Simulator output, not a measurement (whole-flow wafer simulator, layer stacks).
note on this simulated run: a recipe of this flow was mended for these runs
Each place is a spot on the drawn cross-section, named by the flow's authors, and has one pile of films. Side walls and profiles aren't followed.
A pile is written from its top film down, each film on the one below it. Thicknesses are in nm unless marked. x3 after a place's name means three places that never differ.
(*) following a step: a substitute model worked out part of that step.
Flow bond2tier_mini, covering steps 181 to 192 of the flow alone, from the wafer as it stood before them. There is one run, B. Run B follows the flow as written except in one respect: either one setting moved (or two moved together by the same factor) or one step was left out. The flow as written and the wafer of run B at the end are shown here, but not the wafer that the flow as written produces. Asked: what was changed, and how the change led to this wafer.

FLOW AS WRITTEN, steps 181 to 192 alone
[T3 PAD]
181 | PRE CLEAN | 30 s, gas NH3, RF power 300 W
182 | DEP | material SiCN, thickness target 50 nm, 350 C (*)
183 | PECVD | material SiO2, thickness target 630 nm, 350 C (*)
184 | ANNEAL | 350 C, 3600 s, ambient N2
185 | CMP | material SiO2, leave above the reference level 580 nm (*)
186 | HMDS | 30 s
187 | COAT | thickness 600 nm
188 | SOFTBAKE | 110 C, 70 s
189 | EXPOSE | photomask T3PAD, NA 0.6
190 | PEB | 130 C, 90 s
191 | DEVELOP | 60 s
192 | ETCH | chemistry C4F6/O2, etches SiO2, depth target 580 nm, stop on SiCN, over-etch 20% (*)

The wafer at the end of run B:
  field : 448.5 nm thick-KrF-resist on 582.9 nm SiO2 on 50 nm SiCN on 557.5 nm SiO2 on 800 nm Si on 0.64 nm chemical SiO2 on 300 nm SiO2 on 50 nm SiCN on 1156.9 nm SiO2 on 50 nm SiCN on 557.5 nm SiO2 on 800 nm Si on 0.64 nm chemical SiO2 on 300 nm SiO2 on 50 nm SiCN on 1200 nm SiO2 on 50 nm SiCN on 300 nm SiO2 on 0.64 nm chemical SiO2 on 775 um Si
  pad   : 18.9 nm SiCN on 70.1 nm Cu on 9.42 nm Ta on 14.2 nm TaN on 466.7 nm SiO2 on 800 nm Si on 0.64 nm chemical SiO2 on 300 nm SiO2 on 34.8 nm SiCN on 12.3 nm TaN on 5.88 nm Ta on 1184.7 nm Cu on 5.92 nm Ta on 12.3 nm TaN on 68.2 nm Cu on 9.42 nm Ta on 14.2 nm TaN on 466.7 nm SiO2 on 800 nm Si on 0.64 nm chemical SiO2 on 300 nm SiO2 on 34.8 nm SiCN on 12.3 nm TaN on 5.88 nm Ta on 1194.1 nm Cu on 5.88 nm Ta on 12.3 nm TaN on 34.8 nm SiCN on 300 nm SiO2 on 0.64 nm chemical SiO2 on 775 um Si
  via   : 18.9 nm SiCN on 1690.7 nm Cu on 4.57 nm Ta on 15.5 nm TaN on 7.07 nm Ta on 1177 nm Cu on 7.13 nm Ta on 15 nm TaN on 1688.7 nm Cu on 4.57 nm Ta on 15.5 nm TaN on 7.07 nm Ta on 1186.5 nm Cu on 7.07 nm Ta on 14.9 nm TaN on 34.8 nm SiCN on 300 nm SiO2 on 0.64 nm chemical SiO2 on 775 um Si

The reason: step 192, ETCH: over-etch 31.8% was run, though the flow has over-etch 20%.

The path from the change to this, step by step:
  192 | ETCH | chemistry C4F6/O2, etches SiO2, depth target 580 nm, stop on SiCN, over-etch 20% (*)
      pad, via: -580 SiO2 (all of it), -31.1 SiCN (as written it would have been: -580 SiO2 (all of it), -19.6 SiCN)
      field: -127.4 thick-KrF-resist (as written it would have been: -116 thick-KrF-resist)
